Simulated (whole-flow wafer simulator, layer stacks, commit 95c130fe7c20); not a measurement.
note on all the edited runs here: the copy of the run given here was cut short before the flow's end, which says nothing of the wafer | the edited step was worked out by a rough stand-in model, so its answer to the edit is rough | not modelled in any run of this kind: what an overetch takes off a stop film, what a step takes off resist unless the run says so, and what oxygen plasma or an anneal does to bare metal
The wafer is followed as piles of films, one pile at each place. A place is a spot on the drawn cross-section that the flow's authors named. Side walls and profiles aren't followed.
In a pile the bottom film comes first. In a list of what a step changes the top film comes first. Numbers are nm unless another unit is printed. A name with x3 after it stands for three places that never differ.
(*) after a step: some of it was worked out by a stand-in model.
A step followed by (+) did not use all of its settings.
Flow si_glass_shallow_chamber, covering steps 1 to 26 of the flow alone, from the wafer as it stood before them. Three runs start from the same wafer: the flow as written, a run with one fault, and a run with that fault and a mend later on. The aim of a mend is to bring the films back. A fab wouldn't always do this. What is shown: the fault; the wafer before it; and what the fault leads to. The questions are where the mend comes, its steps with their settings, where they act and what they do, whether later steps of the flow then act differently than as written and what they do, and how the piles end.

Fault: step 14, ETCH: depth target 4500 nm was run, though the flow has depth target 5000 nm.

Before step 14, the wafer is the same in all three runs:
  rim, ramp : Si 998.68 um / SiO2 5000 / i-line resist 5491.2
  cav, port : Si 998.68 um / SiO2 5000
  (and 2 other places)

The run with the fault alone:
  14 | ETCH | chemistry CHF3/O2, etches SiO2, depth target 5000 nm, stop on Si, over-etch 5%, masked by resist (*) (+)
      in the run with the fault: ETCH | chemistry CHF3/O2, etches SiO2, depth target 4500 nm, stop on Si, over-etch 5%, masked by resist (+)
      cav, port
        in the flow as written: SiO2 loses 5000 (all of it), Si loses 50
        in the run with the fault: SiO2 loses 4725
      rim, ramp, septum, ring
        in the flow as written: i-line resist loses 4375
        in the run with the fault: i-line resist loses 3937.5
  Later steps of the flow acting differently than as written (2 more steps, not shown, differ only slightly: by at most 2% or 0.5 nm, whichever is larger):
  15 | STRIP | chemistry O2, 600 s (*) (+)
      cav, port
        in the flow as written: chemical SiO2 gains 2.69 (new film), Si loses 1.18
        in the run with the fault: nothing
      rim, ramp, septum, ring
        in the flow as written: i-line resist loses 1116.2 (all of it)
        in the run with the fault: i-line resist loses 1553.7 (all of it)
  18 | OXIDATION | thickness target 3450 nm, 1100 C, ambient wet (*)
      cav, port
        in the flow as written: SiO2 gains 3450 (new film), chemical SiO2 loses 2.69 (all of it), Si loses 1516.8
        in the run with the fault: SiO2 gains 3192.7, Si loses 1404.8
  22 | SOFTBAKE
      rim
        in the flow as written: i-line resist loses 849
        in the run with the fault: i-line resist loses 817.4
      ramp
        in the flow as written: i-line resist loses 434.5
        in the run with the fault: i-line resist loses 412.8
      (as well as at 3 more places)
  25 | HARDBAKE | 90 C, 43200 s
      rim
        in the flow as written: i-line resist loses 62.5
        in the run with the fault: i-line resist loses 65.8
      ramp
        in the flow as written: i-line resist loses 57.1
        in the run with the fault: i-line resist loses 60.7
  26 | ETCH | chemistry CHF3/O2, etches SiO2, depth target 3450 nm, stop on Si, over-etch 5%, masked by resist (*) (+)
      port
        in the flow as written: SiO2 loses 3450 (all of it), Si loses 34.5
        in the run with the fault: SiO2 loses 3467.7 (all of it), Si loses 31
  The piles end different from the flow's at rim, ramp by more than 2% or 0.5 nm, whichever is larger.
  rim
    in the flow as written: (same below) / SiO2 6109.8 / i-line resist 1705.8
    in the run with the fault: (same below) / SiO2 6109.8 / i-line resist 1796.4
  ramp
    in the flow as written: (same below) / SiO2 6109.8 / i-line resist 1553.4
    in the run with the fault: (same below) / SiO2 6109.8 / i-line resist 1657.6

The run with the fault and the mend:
  After step 14 comes the mend.
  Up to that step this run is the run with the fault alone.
  14a | ETCH | chemistry CHF3/O2, etches SiO2, depth target 500 nm, stop on Si, over-etch 5%, masked by resist (*) (a further turn of the flow's step 14, with different settings)
      rim, ramp, septum, ring
        i-line resist loses 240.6
      cav, port
        SiO2 loses 275 (all of it), Si loses 50
  Later steps of the flow acting differently than as written:
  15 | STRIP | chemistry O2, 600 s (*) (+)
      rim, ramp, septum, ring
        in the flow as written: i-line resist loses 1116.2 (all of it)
        in the run with the mend: i-line resist loses 1313 (all of it)
  The piles end the same as the flow's at every place that both follow.
